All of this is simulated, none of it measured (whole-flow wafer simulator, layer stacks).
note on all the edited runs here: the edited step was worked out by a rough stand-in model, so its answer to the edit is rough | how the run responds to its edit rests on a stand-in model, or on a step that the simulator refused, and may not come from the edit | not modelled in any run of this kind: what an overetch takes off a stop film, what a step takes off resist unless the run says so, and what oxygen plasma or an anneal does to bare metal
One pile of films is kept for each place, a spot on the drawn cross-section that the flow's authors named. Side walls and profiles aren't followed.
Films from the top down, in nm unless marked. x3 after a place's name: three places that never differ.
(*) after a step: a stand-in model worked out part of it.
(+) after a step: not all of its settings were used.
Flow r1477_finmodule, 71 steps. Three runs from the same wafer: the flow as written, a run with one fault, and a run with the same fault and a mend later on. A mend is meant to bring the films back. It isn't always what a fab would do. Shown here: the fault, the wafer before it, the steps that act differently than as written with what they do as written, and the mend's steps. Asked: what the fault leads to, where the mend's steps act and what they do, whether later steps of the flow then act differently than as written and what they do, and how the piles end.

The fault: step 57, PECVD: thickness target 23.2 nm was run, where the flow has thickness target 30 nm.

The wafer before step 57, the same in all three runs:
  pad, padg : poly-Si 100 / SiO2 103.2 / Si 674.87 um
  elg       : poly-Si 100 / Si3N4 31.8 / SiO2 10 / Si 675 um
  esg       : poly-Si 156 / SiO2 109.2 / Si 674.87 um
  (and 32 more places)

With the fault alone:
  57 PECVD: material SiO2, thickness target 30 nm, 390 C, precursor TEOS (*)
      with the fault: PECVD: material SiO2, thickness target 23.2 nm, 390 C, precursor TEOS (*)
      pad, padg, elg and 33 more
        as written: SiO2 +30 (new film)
        with the fault: SiO2 +23.2 (new film)
  Later steps of the flow that act differently than as written (3 more steps differ only slightly, by at most 2% or 0.5 nm, whichever is larger, and aren't shown):
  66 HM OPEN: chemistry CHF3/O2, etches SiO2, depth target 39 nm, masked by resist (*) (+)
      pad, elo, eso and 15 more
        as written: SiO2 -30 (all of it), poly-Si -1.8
        with the fault: SiO2 -23.2 (all of it), poly-Si -2.32
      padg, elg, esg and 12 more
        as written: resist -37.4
        with the fault: resist -33.4
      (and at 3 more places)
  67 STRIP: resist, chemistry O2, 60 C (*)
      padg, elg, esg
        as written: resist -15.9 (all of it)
        with the fault: resist -19.9 (all of it)
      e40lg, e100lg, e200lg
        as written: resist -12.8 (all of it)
        with the fault: resist -16.8 (all of it)
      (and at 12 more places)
  At the end the piles differ from the flow's by more than 2% or 0.5 nm, whichever is larger, at padg, elg, esg and 15 more.
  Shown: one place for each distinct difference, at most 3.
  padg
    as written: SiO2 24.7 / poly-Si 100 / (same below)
    with the fault: SiO2 17.9 / poly-Si 100 / (same below)
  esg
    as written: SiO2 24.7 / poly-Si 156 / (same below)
    with the fault: SiO2 17.9 / poly-Si 156 / (same below)
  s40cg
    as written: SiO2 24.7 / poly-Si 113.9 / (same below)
    with the fault: SiO2 17.9 / poly-Si 113.9 / (same below)

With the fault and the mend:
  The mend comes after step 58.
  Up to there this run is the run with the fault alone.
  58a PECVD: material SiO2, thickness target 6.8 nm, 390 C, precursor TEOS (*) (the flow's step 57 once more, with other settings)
      pad, padg, elg and 33 more
        SiO2 +6.8
  No later step of the flow acts differently than as written at any place that is followed.
  At the end the piles are the same as the flow's at every place that both follow.
